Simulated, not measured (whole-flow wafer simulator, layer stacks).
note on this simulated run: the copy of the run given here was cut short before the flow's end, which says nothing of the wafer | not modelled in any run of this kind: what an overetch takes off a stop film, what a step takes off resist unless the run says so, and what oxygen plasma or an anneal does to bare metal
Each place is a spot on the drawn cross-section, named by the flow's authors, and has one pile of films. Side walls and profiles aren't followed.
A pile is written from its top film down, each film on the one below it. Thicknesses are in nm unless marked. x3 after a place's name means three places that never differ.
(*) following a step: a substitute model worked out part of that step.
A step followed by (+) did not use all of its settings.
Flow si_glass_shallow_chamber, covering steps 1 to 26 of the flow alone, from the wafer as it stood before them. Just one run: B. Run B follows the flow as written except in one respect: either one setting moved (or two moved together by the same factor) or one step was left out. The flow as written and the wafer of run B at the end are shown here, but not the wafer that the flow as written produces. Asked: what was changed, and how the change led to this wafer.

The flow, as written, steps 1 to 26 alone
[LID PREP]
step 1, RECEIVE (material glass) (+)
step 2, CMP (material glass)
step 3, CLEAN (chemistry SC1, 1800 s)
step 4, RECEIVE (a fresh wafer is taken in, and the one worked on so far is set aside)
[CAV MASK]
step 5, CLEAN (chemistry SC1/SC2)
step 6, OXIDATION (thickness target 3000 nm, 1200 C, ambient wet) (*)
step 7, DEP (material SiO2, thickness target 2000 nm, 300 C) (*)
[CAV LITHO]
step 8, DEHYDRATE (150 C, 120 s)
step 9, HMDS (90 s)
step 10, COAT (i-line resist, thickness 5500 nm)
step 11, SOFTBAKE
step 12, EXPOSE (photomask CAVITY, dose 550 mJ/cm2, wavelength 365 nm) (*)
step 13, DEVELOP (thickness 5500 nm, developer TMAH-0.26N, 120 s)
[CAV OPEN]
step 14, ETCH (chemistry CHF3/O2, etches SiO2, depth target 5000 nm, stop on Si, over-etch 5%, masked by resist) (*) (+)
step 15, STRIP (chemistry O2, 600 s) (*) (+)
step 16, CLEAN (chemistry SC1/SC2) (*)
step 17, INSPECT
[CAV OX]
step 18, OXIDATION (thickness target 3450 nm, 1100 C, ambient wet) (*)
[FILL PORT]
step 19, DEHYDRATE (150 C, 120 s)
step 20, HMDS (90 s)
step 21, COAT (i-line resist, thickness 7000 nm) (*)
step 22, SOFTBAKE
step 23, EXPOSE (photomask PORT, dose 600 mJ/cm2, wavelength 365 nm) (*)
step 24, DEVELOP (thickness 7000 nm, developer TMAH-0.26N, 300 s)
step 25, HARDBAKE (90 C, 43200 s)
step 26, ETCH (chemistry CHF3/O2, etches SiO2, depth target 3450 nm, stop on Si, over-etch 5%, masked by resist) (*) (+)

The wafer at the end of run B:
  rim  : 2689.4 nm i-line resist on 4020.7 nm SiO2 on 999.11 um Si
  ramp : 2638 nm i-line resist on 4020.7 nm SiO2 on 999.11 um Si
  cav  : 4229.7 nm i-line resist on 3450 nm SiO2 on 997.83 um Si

Cause: step 6, OXIDATION: thickness target 3000 nm, 1200 C, ambient wet (*), was omitted.

Step by step, how the change led to this:
  step 7, DEP (material SiO2, thickness target 2000 nm, 300 C) (*)
      rim, ramp, cav, port, septum, ring: SiO2 gains 2000 (new film) (it would be, as written: SiO2 gains 2000)
  step 14, ETCH (chemistry CHF3/O2, etches SiO2, depth target 5000 nm, stop on Si, over-etch 5%, masked by resist) (*) (+)
      cav, port: SiO2 loses 2000 (all of it), chemical SiO2 loses 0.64 (all of it), Si loses 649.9 (it would be, as written: SiO2 loses 5000 (all of it), Si loses 50)
      rim, ramp, septum, ring: i-line resist loses 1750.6 (it would be, as written: i-line resist loses 4375)
  step 15, STRIP (chemistry O2, 600 s) (*) (+)
      rim, ramp, septum, ring: i-line resist loses 3740.6 (all of it) (it would be, as written: i-line resist loses 1116.2 (all of it))
  step 18, OXIDATION (thickness target 3450 nm, 1100 C, ambient wet) (*)
      rim, ramp, septum, ring: SiO2 gains 2020.7, chemical SiO2 loses 0.64 (all of it), Si loses 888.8 (it would be, as written: SiO2 gains 1109.8, Si loses 488.3)
  step 21, COAT (i-line resist, thickness 7000 nm) (*)
      rim: i-line resist gains 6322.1 (new film) (it would be, as written: i-line resist gains 5660.1 (new film))
      ramp: i-line resist gains 6018.4 (new film) (it would be, as written: i-line resist gains 5087.8 (new film))
      (as well as at 2 more places)
  step 22, SOFTBAKE
      rim: i-line resist loses 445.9 (it would be, as written: i-line resist loses 834.8)
      ramp: i-line resist loses 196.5 (it would be, as written: i-line resist loses 425.6)
      (as well as at 4 more places)
  step 24, DEVELOP (thickness 7000 nm, developer TMAH-0.26N, 300 s)
      port: i-line resist loses 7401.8 (all of it) (it would be, as written: i-line resist loses 7737.9 (all of it))
  step 25, HARDBAKE (90 C, 43200 s)
      rim: i-line resist loses 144 (it would be, as written: i-line resist loses 92.2)
      ramp: i-line resist loses 141.1 (it would be, as written: i-line resist loses 85)
      (as well as at 1 more place)
